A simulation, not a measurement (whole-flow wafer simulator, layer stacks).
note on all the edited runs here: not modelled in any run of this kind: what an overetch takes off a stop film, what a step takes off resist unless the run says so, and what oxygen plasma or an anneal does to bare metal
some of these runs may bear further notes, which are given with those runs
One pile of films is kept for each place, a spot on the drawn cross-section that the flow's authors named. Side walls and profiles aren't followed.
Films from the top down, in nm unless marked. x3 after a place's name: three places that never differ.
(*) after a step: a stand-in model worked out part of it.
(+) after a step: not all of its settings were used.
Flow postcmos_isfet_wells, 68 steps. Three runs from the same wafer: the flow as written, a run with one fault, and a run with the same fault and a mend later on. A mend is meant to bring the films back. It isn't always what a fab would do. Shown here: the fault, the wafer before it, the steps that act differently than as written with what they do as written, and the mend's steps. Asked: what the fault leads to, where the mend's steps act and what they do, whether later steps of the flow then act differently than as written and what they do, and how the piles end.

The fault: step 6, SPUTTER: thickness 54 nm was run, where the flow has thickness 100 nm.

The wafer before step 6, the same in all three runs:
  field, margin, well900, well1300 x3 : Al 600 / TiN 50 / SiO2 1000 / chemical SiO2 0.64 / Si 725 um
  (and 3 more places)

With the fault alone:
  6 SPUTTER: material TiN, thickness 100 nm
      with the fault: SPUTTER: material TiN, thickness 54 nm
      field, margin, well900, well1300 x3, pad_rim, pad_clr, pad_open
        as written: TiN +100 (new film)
        with the fault: TiN +54 (new film)
  Later steps of the flow that act differently than as written (1 more step differs only slightly, by at most 2% or 0.5 nm, whichever is larger, and isn't shown):
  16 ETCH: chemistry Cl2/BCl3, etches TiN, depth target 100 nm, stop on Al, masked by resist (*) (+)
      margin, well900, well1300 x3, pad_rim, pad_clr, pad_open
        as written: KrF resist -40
        with the fault: KrF resist -32.4
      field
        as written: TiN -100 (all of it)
        with the fault: TiN -54 (all of it)
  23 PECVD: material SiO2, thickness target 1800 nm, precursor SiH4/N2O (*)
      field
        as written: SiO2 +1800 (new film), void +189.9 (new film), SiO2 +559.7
        with the fault: SiO2 +1800 (new film), void +155.7 (new film), SiO2 +547.9
  At the end the piles differ from the flow's by more than 2% or 0.5 nm, whichever is larger, at field, margin, well900, well1300 x3, pad_rim, pad_clr, pad_open.
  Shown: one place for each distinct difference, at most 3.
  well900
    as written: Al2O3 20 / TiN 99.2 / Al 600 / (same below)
    with the fault: Al2O3 20 / TiN 53.2 / Al 600 / (same below)
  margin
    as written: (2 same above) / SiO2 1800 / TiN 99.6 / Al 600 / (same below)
    with the fault: (2 same above) / SiO2 1800 / TiN 53.6 / Al 600 / (same below)
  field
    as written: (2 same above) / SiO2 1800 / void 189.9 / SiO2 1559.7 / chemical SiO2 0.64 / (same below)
    with the fault: (2 same above) / SiO2 1800 / void 155.7 / SiO2 1547.9 / chemical SiO2 0.64 / (same below)

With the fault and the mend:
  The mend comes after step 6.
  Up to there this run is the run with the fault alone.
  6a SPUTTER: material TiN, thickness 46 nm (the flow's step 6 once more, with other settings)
      field, margin, well900, well1300 x3, pad_rim, pad_clr, pad_open
        TiN +46
  No later step of the flow acts differently than as written at any place that is followed.
  At the end the piles are the same as the flow's at every place that both follow.
